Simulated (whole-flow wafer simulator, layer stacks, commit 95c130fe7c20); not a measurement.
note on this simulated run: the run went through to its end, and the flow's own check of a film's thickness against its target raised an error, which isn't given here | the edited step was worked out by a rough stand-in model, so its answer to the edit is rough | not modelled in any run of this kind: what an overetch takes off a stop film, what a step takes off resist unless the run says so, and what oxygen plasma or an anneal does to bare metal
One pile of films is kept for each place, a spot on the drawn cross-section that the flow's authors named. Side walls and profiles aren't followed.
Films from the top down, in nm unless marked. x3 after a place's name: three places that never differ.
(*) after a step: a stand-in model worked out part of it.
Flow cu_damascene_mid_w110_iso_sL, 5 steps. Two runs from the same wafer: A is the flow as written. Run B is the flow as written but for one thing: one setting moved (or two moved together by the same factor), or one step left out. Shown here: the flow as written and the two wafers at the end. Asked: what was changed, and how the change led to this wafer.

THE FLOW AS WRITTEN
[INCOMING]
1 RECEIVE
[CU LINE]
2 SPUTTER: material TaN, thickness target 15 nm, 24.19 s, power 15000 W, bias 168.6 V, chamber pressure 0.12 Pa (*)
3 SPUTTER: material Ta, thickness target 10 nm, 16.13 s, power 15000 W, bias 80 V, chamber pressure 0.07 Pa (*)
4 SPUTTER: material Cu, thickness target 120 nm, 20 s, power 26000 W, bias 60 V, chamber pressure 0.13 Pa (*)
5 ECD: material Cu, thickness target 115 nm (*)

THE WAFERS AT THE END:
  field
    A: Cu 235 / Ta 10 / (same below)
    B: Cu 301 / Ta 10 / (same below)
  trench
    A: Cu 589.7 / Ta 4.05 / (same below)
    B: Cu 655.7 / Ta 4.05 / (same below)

The cause: step 4, SPUTTER: 31 s was run, where the flow has 20 s.

How the change led to this, step by step:
  4 SPUTTER: material Cu, thickness target 120 nm, 20 s, power 26000 W, bias 60 V, chamber pressure 0.13 Pa (*)
      field: A Cu +120 (new film) | B Cu +186 (new film)
      trench: A Cu +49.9 (new film) | B Cu +77.4 (new film)
  5 ECD: material Cu, thickness target 115 nm (*)
      trench: A Cu +539.8 | B Cu +578.3
